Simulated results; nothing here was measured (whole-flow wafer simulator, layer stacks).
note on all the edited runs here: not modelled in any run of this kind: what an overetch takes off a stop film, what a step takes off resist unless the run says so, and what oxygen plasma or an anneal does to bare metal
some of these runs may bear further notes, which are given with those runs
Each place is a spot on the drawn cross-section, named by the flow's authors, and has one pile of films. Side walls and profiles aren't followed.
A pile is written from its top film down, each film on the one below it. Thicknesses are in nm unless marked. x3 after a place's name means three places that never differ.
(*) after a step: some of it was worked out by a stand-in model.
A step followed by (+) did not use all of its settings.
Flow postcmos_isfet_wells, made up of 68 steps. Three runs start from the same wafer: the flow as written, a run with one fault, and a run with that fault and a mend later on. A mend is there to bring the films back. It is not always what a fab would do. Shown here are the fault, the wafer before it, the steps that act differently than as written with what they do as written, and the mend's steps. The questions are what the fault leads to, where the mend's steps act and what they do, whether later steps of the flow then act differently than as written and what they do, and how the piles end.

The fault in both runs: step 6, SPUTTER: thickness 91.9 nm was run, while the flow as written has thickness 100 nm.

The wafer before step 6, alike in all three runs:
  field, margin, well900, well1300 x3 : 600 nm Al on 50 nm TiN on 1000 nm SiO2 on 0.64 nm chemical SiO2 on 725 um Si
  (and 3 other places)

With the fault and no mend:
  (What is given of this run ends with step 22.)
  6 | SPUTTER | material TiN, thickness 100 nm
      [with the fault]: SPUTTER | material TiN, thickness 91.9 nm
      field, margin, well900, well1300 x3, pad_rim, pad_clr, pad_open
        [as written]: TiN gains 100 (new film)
        [with the fault]: TiN gains 91.9 (new film)
  Later steps of the flow acting differently than as written:
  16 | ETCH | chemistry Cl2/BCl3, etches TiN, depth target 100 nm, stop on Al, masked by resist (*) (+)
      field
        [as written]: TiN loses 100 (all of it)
        [with the fault]: TiN loses 91.9 (all of it)
  The piles after step 22 differ from the flow's at margin, well900, well1300 x3, pad_rim, pad_clr, pad_open by more than 2% or 0.5 nm, whichever is larger.
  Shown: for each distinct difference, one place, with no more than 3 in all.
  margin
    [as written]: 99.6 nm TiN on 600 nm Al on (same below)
    [with the fault]: 91.5 nm TiN on 600 nm Al on (same below)

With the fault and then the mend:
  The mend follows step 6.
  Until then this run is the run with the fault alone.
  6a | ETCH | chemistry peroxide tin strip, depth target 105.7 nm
      field, margin, well900, well1300 x3, pad_rim, pad_clr, pad_open
        TiN loses 91.9 (all of it)
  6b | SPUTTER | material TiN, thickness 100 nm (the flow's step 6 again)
      field, margin, well900, well1300 x3, pad_rim, pad_clr, pad_open
        TiN gains 100 (new film)
  None of the later steps of the flow acts differently than as written at any place that is followed.
  At every place that both follow, the piles at the end match the flow's.
